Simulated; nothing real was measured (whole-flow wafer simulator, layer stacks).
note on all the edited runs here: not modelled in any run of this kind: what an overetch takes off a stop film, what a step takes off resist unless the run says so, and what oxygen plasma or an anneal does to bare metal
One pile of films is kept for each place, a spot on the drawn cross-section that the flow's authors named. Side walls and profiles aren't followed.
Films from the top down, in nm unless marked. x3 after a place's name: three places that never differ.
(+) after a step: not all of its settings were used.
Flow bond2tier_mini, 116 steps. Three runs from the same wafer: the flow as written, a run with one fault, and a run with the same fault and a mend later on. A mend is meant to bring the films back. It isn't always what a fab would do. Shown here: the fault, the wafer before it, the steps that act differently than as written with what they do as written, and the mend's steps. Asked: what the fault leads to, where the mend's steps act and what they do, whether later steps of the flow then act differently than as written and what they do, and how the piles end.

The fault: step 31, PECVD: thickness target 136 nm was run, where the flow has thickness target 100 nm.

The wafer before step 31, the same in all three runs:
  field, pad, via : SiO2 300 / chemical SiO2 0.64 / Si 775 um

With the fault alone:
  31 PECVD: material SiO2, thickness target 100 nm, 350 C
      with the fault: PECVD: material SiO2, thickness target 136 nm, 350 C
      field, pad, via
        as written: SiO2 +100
        with the fault: SiO2 +136
  No later step of the flow acts differently than as written at any place that is followed.
  At the end the piles differ from the flow's by more than 2% or 0.5 nm, whichever is larger, at field, pad.
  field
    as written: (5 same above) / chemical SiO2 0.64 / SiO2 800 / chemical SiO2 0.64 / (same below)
    with the fault: (5 same above) / chemical SiO2 0.64 / SiO2 836 / chemical SiO2 0.64 / (same below)
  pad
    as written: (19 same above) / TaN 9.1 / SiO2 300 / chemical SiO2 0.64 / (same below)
    with the fault: (19 same above) / TaN 9.1 / SiO2 336 / chemical SiO2 0.64 / (same below)

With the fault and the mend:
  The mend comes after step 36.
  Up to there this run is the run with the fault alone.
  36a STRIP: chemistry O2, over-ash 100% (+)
      field
        KrF resist -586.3 (all of it)
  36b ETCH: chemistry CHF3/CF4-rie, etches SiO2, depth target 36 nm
      field, pad, via
        SiO2 -36
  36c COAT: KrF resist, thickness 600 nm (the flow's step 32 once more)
      field, pad, via
        KrF resist +600 (new film)
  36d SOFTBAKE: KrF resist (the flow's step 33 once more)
      changes no film at any place that is followed
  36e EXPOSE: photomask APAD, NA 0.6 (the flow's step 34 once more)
      changes no film at any place that is followed
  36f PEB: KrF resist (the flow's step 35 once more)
      changes no film at any place that is followed
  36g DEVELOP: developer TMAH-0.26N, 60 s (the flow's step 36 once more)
      pad, via
        KrF resist -600 (all of it)
      field
        KrF resist -13.7
  No later step of the flow acts differently than as written at any place that is followed.
  At the end the piles are the same as the flow's at every place that both follow.
